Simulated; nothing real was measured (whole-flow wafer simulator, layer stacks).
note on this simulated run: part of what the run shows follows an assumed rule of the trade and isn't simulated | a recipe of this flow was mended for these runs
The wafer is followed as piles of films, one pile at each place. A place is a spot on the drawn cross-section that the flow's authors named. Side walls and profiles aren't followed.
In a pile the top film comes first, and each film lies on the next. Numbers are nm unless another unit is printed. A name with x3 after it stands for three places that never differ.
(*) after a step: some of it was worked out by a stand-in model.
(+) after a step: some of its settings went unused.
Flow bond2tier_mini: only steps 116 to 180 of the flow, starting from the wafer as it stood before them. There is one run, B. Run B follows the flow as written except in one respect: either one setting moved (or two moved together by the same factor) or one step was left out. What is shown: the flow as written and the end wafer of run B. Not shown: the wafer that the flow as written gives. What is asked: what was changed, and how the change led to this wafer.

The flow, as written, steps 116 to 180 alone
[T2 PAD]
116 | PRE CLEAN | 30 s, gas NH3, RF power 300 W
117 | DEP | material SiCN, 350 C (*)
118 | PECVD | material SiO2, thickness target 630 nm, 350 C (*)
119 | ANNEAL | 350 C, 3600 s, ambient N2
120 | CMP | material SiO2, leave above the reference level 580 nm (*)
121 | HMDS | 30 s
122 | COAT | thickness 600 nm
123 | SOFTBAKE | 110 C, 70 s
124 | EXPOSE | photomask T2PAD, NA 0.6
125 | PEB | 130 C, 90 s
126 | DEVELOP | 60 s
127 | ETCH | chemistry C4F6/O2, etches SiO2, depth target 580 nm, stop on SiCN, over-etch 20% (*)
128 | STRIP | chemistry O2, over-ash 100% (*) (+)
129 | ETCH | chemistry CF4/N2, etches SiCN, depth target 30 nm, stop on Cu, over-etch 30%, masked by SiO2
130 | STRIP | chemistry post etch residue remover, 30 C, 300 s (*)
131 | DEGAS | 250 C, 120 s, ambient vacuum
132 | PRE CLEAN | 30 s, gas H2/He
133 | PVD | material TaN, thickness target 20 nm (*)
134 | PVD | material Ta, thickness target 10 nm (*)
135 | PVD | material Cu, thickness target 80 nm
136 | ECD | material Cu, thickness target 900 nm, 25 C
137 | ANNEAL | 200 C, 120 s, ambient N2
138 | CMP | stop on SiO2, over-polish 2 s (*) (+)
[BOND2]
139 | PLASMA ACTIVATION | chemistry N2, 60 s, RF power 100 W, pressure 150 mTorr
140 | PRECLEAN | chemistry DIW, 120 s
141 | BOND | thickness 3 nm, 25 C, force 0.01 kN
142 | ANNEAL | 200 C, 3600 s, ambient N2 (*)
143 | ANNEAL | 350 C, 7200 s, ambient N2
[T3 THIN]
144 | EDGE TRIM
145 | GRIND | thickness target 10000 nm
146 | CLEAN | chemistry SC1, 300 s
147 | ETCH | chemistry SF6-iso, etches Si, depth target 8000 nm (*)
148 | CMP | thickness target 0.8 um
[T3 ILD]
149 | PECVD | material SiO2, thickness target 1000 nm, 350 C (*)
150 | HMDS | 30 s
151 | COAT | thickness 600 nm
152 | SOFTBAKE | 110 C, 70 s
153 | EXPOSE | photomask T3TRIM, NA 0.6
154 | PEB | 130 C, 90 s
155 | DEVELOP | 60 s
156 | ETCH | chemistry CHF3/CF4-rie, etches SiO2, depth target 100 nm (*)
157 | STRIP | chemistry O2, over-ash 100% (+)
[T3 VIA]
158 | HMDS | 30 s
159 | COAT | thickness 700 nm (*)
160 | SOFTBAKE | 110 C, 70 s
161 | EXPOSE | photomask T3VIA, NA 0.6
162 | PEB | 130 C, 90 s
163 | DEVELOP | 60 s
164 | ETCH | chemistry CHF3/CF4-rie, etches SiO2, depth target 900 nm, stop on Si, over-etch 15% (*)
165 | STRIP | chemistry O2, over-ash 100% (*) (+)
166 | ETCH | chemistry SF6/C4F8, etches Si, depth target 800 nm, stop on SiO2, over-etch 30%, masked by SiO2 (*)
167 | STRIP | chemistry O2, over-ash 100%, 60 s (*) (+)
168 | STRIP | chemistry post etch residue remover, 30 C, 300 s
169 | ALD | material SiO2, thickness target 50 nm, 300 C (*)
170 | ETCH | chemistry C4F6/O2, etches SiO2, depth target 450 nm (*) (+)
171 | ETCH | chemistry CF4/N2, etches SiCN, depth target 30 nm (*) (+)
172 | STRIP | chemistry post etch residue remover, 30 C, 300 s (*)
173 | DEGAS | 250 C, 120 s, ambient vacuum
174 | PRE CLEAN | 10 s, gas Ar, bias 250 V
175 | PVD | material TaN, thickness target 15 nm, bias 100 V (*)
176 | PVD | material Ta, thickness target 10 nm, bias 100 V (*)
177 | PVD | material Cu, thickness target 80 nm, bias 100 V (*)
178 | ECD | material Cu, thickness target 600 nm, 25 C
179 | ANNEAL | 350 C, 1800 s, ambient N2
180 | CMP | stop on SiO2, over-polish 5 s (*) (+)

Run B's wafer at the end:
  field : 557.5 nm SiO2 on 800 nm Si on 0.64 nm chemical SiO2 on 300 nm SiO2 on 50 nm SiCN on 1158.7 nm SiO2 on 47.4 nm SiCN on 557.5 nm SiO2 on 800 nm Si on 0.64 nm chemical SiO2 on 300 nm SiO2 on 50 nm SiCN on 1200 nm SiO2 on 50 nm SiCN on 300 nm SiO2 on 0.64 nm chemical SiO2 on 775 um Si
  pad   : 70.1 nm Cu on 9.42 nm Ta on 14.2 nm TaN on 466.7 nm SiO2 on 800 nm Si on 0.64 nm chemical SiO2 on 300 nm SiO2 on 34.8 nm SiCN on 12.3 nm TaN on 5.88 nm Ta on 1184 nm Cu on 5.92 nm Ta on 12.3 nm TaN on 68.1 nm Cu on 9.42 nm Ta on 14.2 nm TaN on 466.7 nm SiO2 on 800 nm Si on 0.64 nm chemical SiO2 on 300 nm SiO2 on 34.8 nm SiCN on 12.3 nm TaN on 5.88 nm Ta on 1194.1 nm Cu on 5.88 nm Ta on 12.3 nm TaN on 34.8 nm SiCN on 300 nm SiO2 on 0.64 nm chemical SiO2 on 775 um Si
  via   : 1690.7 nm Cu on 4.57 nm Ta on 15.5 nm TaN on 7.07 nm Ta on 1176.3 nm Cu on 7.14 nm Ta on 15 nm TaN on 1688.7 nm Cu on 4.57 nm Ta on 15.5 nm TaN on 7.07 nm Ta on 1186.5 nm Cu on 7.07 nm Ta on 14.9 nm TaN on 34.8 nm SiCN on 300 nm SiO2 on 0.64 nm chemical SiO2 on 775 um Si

Cause: step 117, DEP: 363 C was run, though the flow has 350 C.

Step by step, how the change led to this:
  117 | DEP | material SiCN, 350 C (*)
      field, pad, via: +47.4 SiCN (new film) (in the flow as written it would be: +50 SiCN (new film))
  129 | ETCH | chemistry CF4/N2, etches SiCN, depth target 30 nm, stop on Cu, over-etch 30%, masked by SiO2
      pad, via: -27.8 SiCN (all of it), -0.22 Cu (in the flow as written it would be: -30.4 SiCN (all of it), -0.17 Cu)
      field: -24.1 SiO2 (in the flow as written it would be: -26 SiO2)
